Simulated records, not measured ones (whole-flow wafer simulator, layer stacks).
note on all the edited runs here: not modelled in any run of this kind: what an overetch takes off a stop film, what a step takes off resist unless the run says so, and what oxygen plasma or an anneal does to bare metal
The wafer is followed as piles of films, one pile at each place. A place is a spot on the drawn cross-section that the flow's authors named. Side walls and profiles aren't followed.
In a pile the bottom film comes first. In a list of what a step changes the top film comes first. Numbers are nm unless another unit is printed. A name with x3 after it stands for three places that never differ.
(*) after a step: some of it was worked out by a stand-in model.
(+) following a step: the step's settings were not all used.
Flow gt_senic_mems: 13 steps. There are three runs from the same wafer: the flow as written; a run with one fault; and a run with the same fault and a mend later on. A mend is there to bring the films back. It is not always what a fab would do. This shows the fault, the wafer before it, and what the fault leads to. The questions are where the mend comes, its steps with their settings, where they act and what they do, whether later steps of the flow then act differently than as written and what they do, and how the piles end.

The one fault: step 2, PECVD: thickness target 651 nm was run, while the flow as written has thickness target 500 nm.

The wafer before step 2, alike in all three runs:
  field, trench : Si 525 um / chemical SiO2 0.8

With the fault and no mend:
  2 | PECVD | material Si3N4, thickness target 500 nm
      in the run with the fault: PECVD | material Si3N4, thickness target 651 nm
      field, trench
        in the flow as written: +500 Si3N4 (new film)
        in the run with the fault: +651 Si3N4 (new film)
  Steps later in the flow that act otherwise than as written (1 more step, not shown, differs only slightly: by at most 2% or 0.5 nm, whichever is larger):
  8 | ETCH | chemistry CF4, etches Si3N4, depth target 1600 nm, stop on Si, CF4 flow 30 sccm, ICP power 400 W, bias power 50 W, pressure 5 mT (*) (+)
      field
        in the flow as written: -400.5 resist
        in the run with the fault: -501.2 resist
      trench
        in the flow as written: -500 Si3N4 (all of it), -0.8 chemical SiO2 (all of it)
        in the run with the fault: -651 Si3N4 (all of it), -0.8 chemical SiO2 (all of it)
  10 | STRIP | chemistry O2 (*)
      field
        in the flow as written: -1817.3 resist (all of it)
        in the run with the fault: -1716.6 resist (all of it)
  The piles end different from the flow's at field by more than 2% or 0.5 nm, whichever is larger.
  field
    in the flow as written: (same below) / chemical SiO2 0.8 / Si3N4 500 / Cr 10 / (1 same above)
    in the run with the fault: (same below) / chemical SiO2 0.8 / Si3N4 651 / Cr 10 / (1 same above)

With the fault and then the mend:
  The mend stands after step 2.
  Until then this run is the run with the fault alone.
  2a | ETCH | chemistry h3po4, depth target 151 nm
      field, trench
        -151 Si3N4
  None of the later steps of the flow acts differently than as written at any place that is followed.
  The piles end the same as the flow's at every place that both follow.
